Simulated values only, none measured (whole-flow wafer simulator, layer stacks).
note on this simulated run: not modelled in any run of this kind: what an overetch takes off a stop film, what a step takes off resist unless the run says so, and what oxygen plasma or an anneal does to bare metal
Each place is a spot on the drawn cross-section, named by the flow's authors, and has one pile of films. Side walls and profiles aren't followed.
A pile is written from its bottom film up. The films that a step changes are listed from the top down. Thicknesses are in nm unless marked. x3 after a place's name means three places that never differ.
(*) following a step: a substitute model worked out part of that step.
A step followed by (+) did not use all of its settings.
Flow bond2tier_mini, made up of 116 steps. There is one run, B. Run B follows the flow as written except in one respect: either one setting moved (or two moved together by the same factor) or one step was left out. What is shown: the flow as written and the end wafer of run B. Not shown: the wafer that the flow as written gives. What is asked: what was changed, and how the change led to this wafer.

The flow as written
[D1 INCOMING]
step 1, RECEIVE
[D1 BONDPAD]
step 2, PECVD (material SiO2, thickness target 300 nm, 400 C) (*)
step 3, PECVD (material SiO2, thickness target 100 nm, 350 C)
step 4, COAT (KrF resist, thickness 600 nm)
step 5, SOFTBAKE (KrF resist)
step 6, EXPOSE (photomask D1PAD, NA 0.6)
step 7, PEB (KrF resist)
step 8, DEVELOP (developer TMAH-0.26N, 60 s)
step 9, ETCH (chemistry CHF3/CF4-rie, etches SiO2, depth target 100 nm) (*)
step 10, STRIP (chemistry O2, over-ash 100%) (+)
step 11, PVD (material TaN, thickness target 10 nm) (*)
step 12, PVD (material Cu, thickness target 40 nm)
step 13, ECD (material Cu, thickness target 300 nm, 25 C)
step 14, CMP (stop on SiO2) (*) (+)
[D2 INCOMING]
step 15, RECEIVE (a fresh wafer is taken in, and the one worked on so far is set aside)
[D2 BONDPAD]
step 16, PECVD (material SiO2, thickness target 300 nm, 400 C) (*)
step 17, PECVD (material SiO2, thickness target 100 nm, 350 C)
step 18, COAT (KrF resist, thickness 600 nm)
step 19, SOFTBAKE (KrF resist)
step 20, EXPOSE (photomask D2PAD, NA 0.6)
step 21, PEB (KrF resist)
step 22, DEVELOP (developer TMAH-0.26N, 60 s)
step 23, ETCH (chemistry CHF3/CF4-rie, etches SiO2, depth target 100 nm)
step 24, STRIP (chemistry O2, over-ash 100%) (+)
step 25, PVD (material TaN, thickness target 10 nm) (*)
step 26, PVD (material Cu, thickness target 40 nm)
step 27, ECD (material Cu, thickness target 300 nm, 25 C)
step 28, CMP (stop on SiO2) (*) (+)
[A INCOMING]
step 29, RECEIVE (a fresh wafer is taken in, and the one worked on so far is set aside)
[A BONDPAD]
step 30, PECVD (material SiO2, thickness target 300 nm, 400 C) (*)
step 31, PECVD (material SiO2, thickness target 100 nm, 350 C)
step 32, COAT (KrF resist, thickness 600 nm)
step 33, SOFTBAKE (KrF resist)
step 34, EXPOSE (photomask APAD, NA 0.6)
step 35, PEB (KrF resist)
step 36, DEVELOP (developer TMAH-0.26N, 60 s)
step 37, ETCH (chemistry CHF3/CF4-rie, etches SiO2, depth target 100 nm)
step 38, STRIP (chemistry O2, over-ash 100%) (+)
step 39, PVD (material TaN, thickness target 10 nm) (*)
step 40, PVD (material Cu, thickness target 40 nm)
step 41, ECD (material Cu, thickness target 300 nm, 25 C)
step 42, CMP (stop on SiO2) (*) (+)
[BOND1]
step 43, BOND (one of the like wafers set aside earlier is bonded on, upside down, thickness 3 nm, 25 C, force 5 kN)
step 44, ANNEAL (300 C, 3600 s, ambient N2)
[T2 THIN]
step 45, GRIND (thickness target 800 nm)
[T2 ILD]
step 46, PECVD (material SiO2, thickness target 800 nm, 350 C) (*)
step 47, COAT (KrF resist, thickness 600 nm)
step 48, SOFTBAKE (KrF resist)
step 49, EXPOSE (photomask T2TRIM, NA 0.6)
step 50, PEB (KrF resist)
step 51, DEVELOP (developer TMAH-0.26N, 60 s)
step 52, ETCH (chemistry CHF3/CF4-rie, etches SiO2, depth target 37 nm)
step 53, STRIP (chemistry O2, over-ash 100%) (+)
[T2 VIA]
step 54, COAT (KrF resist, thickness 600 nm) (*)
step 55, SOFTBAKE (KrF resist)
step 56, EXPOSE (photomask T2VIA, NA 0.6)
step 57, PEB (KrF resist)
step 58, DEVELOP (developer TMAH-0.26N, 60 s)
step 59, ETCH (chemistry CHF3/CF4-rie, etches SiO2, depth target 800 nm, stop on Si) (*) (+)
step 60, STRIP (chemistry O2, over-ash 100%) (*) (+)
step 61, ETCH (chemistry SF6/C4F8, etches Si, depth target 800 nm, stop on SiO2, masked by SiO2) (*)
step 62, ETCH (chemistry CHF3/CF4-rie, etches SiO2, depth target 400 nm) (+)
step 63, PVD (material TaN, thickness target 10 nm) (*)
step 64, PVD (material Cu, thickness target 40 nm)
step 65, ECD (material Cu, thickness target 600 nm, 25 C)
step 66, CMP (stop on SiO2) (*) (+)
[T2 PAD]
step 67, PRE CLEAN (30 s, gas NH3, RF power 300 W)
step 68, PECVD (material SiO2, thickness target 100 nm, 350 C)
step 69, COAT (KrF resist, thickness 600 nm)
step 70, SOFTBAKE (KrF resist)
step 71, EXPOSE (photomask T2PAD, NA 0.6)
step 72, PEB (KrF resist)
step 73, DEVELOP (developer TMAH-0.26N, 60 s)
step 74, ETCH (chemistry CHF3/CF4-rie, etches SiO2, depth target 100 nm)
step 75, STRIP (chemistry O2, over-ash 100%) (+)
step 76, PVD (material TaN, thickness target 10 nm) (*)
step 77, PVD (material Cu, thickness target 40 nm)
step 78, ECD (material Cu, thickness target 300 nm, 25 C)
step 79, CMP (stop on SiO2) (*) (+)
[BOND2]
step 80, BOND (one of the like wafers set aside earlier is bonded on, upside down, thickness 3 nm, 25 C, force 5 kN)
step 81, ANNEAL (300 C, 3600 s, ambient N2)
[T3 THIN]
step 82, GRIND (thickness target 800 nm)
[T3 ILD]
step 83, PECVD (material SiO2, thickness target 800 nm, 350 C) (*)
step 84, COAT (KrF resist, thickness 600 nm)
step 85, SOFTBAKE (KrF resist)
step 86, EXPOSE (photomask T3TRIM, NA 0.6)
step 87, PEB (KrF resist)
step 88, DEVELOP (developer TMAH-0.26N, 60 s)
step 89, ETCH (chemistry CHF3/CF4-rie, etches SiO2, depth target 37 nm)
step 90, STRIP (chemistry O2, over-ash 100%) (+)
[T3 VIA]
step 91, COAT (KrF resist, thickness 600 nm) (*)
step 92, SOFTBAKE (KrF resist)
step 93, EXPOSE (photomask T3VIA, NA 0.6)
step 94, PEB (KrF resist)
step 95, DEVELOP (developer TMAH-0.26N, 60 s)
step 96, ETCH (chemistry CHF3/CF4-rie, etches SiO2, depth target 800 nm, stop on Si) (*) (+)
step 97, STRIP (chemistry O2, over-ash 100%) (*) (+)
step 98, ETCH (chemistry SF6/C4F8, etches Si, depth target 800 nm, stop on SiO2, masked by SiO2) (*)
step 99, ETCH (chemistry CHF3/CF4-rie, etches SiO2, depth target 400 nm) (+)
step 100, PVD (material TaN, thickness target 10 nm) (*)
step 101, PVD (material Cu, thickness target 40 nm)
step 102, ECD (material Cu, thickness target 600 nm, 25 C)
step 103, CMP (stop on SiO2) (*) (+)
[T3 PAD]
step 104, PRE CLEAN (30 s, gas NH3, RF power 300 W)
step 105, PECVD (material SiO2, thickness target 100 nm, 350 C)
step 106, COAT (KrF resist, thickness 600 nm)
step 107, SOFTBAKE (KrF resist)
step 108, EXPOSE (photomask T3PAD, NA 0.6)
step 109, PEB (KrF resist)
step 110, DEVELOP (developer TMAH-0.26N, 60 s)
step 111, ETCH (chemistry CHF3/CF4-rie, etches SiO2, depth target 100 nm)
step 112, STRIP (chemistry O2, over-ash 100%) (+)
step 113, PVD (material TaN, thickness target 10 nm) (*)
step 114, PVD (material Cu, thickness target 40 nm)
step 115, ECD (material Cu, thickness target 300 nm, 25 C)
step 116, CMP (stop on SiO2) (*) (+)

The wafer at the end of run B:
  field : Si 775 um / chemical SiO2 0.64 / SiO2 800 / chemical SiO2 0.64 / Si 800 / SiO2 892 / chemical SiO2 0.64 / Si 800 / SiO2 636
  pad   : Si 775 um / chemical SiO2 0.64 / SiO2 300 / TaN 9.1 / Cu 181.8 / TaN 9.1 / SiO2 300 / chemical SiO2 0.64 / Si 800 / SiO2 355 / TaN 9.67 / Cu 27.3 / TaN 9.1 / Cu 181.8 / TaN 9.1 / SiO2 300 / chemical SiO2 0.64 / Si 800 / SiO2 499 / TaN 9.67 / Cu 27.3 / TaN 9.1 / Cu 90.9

Cause: step 99, ETCH: depth target 256 nm was run, whereas the flow has depth target 400 nm.

How this came from the change, step by step:
  step 99, ETCH (chemistry CHF3/CF4-rie, etches SiO2, depth target 400 nm) (+)
      field, pad: -256 SiO2 (in the flow as written it would be: -400 SiO2)
